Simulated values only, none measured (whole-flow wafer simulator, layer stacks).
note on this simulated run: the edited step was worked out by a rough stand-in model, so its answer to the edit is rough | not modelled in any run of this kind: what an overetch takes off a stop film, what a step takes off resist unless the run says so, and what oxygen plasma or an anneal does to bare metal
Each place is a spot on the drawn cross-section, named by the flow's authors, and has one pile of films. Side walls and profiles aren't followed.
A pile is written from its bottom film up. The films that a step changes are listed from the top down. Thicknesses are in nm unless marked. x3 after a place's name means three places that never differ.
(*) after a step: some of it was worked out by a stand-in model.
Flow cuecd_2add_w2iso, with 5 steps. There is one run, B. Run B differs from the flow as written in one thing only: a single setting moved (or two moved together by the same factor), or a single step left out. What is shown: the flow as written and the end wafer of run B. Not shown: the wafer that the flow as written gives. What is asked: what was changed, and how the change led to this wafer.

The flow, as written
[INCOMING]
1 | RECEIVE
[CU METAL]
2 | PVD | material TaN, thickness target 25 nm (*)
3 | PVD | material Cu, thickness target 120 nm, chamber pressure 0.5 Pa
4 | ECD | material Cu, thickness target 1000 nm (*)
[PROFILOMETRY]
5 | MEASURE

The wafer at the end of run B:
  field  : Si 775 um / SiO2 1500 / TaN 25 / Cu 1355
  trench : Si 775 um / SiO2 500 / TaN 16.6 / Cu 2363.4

Cause: step 4, ECD: thickness target 1235 nm was run, whereas the flow has thickness target 1000 nm.

How this came from the change, step by step:
  4 | ECD | material Cu, thickness target 1000 nm (*)
      field: +1235 Cu (in the flow as written it would be: +1000 Cu)
      trench: +2282.6 Cu (in the flow as written it would be: +2047.6 Cu)
